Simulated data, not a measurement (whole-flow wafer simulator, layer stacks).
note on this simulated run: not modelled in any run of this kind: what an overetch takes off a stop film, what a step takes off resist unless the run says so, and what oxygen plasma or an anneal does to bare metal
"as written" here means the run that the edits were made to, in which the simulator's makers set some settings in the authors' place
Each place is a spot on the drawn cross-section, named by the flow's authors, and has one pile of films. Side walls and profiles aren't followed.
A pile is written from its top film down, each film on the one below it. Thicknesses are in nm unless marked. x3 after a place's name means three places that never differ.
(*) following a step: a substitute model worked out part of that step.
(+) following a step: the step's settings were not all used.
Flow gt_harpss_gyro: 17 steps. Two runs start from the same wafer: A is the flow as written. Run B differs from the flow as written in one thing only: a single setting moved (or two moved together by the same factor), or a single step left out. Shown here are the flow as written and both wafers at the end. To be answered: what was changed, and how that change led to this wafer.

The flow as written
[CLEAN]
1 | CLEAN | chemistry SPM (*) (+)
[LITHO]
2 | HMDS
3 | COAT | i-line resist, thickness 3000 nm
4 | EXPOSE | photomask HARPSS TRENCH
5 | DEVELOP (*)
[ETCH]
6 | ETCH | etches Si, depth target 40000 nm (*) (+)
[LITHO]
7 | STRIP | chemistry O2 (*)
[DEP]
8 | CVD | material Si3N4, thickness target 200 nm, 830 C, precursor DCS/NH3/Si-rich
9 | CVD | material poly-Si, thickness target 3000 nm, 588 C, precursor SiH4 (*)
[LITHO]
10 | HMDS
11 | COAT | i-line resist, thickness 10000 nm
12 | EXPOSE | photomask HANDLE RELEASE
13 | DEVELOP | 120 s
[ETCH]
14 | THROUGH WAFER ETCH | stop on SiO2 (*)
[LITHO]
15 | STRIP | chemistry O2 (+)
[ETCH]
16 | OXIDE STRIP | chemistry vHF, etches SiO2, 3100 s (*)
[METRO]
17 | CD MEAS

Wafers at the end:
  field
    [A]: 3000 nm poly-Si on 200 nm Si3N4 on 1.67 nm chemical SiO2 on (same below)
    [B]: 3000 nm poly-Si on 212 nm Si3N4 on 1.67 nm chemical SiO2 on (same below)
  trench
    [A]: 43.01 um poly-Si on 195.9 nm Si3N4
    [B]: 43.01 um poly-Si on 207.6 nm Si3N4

Cause: step 8, CVD: thickness target 212 nm was run, whereas the flow has thickness target 200 nm.
One can read it off the wafer: field has Si3N4 212, and step 8 as written asks for 200 nm.

The path from the change to this, step by step:
  8 | CVD | material Si3N4, thickness target 200 nm, 830 C, precursor DCS/NH3/Si-rich
      field: A +200 Si3N4 (new film) | B +212 Si3N4 (new film)
      trench: A +195.9 Si3N4 (new film) | B +207.6 Si3N4 (new film)
